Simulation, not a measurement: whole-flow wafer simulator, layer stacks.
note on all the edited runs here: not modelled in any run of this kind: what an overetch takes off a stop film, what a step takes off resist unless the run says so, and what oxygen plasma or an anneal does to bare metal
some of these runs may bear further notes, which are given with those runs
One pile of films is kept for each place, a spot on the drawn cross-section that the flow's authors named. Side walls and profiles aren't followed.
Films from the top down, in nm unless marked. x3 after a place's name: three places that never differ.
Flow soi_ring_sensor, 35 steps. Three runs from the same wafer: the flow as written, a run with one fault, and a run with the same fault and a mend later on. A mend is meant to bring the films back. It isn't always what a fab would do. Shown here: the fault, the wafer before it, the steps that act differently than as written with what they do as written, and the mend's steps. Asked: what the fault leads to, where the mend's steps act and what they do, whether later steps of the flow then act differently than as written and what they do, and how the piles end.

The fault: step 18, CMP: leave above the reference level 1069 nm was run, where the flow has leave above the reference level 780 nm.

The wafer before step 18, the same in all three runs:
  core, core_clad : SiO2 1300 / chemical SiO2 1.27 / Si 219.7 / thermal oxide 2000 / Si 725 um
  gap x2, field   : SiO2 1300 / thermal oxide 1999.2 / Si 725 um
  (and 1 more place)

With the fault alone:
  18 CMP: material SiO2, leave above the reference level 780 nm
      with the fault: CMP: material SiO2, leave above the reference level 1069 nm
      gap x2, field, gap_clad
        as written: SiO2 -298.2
        with the fault: SiO2 -9.24
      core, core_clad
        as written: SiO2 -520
        with the fault: SiO2 -231
  Later steps of the flow that act differently than as written:
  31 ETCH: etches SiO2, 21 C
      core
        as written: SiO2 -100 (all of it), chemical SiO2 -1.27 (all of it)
        with the fault: SiO2 -389 (all of it), chemical SiO2 -1.27 (all of it)
  At the end the piles differ from the flow's by more than 2% or 0.5 nm, whichever is larger, at field, core_clad.
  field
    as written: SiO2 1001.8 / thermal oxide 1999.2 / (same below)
    with the fault: SiO2 1290.8 / thermal oxide 1999.2 / (same below)
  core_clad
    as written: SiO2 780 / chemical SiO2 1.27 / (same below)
    with the fault: SiO2 1069 / chemical SiO2 1.27 / (same below)

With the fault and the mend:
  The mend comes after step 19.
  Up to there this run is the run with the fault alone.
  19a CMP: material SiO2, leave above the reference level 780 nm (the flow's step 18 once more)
      core, gap x2, field, core_clad, gap_clad
        SiO2 -289
  No later step of the flow acts differently than as written at any place that is followed.
  At the end the piles are the same as the flow's at every place that both follow.
